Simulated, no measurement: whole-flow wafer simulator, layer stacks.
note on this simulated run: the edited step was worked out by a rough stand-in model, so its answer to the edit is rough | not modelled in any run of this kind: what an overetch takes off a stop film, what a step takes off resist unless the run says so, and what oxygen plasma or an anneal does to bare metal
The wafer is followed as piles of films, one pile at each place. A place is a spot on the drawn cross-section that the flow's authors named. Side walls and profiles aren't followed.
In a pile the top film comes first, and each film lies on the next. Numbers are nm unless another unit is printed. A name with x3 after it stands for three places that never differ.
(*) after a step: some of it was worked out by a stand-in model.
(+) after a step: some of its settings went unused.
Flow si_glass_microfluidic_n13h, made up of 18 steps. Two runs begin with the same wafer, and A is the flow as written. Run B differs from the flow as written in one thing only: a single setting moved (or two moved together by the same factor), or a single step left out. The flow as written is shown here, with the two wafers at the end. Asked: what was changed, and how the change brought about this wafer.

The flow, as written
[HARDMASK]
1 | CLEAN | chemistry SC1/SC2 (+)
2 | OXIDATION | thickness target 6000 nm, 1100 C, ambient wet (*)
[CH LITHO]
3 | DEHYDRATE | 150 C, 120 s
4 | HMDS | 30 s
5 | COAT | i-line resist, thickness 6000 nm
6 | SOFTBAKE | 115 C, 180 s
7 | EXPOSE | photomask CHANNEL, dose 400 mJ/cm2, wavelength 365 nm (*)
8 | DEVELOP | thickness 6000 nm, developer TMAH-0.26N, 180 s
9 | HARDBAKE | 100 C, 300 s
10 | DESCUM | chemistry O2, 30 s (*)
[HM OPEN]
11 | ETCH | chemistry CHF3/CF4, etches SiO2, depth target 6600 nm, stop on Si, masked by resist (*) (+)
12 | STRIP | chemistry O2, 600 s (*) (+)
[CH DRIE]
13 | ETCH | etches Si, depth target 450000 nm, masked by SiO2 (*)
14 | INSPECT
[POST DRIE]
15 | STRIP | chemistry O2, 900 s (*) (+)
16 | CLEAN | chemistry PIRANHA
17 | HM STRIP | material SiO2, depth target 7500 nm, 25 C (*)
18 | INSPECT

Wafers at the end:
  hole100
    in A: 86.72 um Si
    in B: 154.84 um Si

What caused this: step 13, ETCH: depth target 382500 nm was run, while the flow as written has depth target 450000 nm.

The path from the change to this, step by step:
  13 | ETCH | etches Si, depth target 450000 nm, masked by SiO2 (*)
      land: A -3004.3 SiO2 | B -2550.1 SiO2
      hole100: A -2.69 chemical SiO2 (all of it), -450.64 um Si | B -2.69 chemical SiO2 (all of it), -382.52 um Si
  17 | HM STRIP | material SiO2, depth target 7500 nm, 25 C (*)
      land: A -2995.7 SiO2 (all of it) | B -3449.9 SiO2 (all of it)
